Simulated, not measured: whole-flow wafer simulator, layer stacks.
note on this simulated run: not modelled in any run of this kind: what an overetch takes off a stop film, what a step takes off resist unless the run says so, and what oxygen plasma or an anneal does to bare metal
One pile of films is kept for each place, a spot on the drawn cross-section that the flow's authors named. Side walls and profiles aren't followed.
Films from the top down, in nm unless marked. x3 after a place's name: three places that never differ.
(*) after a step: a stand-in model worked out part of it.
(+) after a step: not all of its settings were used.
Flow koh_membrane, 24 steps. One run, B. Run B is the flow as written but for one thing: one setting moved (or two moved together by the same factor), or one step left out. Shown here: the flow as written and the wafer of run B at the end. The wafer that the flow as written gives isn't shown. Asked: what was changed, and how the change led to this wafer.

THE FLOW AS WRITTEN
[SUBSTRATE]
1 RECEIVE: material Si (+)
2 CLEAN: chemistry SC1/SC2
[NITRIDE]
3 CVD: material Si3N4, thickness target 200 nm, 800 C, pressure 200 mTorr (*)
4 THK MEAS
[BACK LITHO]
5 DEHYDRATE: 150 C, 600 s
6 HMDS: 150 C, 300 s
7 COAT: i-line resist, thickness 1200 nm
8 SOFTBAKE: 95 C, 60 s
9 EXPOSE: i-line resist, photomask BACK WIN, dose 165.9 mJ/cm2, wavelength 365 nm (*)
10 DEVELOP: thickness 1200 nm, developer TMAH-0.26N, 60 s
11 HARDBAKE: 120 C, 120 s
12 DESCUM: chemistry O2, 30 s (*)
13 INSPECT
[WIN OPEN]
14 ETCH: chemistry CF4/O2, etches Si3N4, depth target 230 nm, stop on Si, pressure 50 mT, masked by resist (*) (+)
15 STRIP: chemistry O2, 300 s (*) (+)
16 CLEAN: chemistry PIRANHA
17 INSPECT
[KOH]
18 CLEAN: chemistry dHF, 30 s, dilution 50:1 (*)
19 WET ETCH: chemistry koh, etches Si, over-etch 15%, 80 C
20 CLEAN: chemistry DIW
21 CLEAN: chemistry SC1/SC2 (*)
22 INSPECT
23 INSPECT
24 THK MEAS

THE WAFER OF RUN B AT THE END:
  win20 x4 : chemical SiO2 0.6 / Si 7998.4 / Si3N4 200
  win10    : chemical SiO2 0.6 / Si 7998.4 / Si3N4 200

The cause: step 19, WET ETCH: chemistry koh, etches Si, over-etch 15%, 80 C, was left out.

How the change led to this, step by step:
  21 CLEAN: chemistry SC1/SC2 (*)
      win20 x4: chemical SiO2 +0.6 (new film), Si -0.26 (as written it would be: nothing)
